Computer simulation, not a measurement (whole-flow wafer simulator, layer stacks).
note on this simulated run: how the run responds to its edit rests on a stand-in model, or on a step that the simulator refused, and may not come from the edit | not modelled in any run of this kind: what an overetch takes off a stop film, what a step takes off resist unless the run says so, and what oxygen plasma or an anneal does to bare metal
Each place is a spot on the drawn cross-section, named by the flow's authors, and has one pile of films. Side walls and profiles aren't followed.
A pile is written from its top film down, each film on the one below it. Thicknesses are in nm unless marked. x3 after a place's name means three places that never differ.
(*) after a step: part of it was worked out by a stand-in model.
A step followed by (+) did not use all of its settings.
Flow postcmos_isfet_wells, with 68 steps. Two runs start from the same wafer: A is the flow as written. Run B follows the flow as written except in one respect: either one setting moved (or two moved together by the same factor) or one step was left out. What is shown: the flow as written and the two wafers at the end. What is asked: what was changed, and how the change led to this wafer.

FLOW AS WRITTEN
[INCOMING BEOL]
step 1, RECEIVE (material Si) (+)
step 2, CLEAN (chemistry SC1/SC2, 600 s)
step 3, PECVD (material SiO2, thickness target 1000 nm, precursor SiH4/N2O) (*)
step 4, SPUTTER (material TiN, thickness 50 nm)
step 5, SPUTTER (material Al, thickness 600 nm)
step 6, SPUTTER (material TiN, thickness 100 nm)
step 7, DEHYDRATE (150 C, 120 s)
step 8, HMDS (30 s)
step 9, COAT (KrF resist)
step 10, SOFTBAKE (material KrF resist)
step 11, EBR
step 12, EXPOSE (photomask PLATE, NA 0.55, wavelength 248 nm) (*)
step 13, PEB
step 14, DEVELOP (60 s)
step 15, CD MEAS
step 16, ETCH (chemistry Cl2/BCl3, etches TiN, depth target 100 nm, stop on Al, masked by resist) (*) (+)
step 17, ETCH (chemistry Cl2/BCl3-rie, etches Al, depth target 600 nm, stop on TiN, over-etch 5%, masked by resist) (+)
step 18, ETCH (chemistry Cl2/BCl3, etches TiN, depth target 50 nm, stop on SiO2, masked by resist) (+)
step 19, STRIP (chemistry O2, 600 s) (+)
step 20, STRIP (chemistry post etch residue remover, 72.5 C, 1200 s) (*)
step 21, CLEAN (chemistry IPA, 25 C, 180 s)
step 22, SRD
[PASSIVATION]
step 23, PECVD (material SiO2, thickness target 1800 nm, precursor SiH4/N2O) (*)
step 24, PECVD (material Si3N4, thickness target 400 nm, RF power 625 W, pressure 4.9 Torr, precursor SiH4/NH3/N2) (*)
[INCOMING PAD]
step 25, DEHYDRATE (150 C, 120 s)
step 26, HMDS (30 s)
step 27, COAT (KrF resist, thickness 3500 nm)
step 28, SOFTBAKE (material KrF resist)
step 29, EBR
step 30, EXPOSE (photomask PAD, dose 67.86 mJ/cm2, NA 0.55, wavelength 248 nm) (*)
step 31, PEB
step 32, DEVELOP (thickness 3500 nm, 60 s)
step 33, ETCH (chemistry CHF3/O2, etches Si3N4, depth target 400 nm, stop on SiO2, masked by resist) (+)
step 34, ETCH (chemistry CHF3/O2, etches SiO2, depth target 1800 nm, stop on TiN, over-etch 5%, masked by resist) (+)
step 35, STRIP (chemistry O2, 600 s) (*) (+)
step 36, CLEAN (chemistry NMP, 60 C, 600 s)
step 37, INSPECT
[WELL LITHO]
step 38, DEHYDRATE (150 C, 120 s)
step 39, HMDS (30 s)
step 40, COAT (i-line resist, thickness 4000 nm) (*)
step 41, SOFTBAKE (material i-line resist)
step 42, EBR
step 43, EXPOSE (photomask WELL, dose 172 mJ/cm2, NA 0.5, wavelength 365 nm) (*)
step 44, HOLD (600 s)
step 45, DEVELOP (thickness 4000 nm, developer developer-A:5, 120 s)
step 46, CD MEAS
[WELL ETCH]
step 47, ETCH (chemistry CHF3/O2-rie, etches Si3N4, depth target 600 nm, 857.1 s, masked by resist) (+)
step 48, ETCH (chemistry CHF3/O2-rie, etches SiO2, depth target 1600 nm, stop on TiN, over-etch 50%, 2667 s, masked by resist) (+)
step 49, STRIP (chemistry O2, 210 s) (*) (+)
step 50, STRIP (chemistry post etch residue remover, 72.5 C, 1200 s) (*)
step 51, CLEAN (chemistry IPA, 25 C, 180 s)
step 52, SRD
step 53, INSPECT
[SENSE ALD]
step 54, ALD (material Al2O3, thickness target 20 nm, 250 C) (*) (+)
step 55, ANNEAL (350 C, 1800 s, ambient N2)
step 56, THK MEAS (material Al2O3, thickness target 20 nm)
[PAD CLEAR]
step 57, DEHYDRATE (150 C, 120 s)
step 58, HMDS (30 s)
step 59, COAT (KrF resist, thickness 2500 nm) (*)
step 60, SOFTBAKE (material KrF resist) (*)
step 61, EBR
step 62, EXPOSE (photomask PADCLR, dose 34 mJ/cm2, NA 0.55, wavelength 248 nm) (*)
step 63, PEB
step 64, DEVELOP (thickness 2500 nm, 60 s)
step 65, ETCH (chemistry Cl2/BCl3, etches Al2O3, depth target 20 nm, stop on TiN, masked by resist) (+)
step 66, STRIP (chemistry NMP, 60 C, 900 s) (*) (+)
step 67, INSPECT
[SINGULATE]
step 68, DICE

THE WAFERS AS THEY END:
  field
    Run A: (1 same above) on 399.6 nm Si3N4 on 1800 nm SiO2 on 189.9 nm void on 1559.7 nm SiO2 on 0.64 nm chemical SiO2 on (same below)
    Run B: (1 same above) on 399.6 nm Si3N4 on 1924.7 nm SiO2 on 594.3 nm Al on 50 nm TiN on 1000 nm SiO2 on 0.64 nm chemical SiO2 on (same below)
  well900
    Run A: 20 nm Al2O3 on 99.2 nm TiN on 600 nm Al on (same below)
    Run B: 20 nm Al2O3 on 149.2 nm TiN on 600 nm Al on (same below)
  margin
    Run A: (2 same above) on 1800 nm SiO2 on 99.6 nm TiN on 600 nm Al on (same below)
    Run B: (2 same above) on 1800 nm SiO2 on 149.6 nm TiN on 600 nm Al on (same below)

Cause: step 6, SPUTTER: thickness 150 nm was run, though the flow has thickness 100 nm; step 21, CLEAN: 270 s was run, where the flow has 180 s.

How this came from the change, step by step:
  step 6, SPUTTER (material TiN, thickness 100 nm)
      field, margin, well900 and 6 more: A TiN gains 100 (new film) | B TiN gains 150 (new film)
  step 16, ETCH (chemistry Cl2/BCl3, etches TiN, depth target 100 nm, stop on Al, masked by resist) (*) (+)
      field: A TiN loses 100 (all of it) | B TiN loses 100
  step 17, ETCH (chemistry Cl2/BCl3-rie, etches Al, depth target 600 nm, stop on TiN, over-etch 5%, masked by resist) (+)
      field: A Al loses 600 (all of it) | B nothing
  step 20, STRIP (chemistry post etch residue remover, 72.5 C, 1200 s) (*)
      field: A nothing | B Al loses 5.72
  step 23, PECVD (material SiO2, thickness target 1800 nm, precursor SiH4/N2O) (*)
      field: A SiO2 gains 1800 (new film), void gains 189.9 (new film), SiO2 gains 559.7 | B SiO2 gains 1924.7 (new film)
With metal films that touch counted as one body, field has 1 body; the flow as written gives 0 bodies.
